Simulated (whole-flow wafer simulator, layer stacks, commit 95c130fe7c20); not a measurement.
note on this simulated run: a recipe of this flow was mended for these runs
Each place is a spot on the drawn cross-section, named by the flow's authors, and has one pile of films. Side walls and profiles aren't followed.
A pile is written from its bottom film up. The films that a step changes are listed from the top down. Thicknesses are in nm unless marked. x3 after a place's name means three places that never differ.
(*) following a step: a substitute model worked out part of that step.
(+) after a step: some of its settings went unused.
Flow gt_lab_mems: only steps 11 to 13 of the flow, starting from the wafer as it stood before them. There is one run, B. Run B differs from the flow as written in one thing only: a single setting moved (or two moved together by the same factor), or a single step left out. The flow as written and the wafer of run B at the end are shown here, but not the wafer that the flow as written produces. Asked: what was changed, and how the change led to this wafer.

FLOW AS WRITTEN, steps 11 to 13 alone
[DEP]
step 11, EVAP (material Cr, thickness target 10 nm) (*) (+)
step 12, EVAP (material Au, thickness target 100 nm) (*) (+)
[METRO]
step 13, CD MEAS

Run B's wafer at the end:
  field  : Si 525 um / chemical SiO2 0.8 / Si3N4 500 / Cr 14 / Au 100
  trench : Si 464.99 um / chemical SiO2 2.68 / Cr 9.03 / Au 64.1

What caused this: step 11, EVAP: thickness target 14 nm was run, whereas the flow has thickness target 10 nm.
The wafer lets one read it off: field has Cr 14, and step 11 as written asks for 10 nm.

The path from the change to this, step by step:
  step 11, EVAP (material Cr, thickness target 10 nm) (*) (+)
      field: +14 Cr (new film) (it would be, as written: +10 Cr (new film))
      trench: +9.03 Cr (new film) (it would be, as written: +6.45 Cr (new film))
